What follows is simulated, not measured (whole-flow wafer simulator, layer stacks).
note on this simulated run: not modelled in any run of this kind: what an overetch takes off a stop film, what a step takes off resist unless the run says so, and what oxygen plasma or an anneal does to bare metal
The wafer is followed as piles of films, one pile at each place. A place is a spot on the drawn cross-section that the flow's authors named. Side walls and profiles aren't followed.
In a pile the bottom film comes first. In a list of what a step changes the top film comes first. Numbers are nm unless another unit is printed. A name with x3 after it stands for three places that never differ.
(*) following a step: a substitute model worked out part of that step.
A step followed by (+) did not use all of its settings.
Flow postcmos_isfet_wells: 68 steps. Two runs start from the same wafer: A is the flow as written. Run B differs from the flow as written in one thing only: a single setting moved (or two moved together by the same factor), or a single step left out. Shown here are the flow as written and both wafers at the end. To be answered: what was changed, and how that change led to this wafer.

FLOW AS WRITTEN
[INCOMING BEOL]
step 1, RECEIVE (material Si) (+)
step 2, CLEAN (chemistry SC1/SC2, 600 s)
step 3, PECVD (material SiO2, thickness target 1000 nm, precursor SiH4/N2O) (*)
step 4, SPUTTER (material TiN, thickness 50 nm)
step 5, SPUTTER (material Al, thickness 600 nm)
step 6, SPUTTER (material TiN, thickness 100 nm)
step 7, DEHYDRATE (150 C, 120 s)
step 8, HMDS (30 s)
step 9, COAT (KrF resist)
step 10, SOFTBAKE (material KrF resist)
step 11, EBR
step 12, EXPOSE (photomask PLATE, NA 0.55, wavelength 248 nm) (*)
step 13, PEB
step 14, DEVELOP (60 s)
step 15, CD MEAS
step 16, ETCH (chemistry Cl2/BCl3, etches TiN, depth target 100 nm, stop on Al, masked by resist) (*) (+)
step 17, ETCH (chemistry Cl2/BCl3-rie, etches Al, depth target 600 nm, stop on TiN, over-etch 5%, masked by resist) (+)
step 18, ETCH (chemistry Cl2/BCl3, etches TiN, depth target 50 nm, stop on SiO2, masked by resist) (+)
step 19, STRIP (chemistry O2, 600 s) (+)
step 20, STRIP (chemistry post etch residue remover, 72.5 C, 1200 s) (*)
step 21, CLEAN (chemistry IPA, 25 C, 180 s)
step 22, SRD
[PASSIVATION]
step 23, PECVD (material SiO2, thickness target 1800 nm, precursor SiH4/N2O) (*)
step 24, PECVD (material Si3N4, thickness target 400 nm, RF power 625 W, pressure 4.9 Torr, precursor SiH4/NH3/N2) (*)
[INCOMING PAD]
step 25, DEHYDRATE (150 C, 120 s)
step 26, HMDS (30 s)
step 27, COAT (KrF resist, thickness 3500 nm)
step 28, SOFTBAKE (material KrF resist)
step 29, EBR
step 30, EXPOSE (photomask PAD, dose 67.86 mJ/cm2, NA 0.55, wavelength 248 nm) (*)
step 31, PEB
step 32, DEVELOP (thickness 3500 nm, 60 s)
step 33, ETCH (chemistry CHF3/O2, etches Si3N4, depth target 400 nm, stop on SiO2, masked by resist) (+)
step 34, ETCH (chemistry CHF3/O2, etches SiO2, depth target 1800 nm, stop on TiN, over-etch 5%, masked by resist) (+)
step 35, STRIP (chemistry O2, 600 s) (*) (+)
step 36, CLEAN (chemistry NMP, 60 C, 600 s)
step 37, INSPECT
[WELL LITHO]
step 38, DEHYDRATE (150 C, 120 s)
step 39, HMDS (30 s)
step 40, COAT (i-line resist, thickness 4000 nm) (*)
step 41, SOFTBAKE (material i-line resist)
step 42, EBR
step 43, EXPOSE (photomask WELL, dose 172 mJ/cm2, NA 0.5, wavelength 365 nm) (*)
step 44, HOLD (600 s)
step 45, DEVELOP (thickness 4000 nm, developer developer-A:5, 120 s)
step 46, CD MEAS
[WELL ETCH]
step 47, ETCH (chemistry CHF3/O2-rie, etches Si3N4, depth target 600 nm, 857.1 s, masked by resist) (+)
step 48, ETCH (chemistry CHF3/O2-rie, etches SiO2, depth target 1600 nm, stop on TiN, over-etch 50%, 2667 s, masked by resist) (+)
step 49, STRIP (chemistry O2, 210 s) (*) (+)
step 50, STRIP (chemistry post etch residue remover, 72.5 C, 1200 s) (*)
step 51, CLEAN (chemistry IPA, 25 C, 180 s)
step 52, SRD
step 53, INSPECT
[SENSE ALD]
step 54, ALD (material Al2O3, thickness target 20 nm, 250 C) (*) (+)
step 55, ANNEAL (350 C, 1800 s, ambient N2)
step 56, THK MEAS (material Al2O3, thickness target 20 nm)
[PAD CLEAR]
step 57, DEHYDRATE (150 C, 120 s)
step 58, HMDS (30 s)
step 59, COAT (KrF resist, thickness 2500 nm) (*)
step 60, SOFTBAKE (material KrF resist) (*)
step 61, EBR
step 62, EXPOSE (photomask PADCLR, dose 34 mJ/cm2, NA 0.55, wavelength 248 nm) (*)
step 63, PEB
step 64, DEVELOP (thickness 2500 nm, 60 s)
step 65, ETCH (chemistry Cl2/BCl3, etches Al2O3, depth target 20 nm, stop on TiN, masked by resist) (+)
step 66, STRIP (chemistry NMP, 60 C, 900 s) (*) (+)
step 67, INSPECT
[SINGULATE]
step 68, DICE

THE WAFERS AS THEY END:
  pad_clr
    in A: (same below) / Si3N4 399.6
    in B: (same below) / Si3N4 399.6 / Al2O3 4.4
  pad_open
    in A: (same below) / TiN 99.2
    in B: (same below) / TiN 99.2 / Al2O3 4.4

Cause: step 65, ETCH: depth target 15.6 nm was run, whereas the flow has depth target 20 nm.

The path from the change to this, step by step:
  step 65, ETCH (chemistry Cl2/BCl3, etches Al2O3, depth target 20 nm, stop on TiN, masked by resist) (+)
      pad_clr, pad_open: A Al2O3 loses 20 (all of it) | B Al2O3 loses 15.6
      field, margin, pad_rim: A KrF resist loses 25 | B KrF resist loses 19.5
